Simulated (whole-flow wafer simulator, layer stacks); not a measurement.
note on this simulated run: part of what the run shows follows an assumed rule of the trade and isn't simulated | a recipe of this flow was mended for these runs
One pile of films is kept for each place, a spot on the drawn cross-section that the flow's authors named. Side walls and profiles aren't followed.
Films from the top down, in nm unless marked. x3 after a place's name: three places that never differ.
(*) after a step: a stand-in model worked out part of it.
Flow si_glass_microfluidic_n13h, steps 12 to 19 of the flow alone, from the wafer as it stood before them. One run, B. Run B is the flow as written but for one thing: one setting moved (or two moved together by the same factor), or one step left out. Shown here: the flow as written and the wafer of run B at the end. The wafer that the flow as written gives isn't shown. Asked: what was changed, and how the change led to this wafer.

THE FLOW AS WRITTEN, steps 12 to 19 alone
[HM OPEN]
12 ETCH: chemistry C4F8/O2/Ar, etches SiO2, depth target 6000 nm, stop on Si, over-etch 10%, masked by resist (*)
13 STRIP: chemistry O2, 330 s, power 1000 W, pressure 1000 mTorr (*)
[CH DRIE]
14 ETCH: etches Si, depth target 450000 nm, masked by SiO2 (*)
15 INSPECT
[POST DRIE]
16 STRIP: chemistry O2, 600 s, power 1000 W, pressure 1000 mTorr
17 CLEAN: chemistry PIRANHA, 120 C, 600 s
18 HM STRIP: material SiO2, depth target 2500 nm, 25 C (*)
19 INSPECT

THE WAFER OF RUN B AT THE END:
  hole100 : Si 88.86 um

The cause: step 12, ETCH: over-etch 7% was run, where the flow has over-etch 10%.

How the change led to this, step by step:
  12 ETCH: chemistry C4F8/O2/Ar, etches SiO2, depth target 6000 nm, stop on Si, over-etch 10%, masked by resist (*)
      land: thick-i-line-resist -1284 (as written it would be: thick-i-line-resist -1320)
      hole100: SiO2 -6000 (all of it), Si -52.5 (as written it would be: SiO2 -6000 (all of it), Si -75)
